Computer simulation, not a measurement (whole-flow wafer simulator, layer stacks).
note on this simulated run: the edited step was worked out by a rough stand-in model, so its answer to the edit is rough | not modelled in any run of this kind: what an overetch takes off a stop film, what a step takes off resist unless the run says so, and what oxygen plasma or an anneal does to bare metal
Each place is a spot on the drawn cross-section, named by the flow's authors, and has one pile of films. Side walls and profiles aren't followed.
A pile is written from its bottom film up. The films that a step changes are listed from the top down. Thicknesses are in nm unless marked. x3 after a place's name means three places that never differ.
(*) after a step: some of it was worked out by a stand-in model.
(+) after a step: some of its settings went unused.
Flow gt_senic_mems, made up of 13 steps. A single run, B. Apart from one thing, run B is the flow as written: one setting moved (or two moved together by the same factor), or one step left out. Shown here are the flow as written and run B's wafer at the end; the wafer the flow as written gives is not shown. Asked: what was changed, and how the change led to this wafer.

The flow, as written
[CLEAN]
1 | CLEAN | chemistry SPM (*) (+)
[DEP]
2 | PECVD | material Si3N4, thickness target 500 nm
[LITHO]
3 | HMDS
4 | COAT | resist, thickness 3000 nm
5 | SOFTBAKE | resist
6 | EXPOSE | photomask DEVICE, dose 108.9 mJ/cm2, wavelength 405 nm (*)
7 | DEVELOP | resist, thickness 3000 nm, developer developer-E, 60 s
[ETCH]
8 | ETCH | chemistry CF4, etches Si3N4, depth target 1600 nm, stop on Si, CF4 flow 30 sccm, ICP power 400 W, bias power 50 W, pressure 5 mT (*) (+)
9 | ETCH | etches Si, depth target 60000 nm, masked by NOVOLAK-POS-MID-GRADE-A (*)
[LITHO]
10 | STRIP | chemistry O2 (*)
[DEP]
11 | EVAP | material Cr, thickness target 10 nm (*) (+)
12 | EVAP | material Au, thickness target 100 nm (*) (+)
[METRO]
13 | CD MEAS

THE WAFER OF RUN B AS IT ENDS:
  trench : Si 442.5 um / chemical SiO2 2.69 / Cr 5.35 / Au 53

What caused this: step 9, ETCH: depth target 82500 nm was run, while the flow as written has depth target 60000 nm.

How this came from the change, step by step:
  9 | ETCH | etches Si, depth target 60000 nm, masked by NOVOLAK-POS-MID-GRADE-A (*)
      field: -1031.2 resist (it would be, as written: -750 resist)
      trench: -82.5 um Si (it would be, as written: -60 um Si)
  10 | STRIP | chemistry O2 (*)
      field: -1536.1 resist (all of it) (it would be, as written: -1817.3 resist (all of it))
  11 | EVAP | material Cr, thickness target 10 nm (*) (+)
      trench: +5.35 Cr (new film) (it would be, as written: +6.45 Cr (new film))
  12 | EVAP | material Au, thickness target 100 nm (*) (+)
      trench: +53 Au (new film) (it would be, as written: +64.1 Au (new film))
